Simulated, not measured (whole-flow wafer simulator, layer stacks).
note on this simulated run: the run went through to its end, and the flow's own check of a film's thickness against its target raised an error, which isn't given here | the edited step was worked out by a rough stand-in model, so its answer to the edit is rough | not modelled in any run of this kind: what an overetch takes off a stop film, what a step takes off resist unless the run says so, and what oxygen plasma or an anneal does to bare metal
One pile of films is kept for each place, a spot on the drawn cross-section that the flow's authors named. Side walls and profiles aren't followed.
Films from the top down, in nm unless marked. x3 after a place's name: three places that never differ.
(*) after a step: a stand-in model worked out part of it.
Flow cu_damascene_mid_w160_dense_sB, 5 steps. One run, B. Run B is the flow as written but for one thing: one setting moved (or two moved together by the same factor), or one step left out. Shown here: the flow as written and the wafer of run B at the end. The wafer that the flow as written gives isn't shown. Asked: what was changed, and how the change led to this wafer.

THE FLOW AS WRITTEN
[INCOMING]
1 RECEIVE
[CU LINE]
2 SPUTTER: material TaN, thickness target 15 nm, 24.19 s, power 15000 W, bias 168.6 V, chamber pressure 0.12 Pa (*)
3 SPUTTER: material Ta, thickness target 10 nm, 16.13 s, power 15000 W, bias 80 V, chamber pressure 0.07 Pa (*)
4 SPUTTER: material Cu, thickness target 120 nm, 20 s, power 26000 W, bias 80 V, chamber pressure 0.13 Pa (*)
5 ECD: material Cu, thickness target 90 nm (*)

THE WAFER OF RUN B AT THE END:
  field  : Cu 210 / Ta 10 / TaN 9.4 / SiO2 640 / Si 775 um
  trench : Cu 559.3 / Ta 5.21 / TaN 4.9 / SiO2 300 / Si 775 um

The cause: step 2, SPUTTER: thickness target 9.4 nm was run, where the flow has thickness target 15 nm; step 2, SPUTTER: 15.12 s was run, where the flow has 24.19 s.
It can be read off the wafer: field has TaN 9.4, and step 2 as written asks for 15 nm.

How the change led to this, step by step:
  2 SPUTTER: material TaN, thickness target 15 nm, 24.19 s, power 15000 W, bias 168.6 V, chamber pressure 0.12 Pa (*)
      field: TaN +9.4 (new film) (as written it would be: TaN +15 (new film))
      trench: TaN +4.9 (new film) (as written it would be: TaN +7.82 (new film))
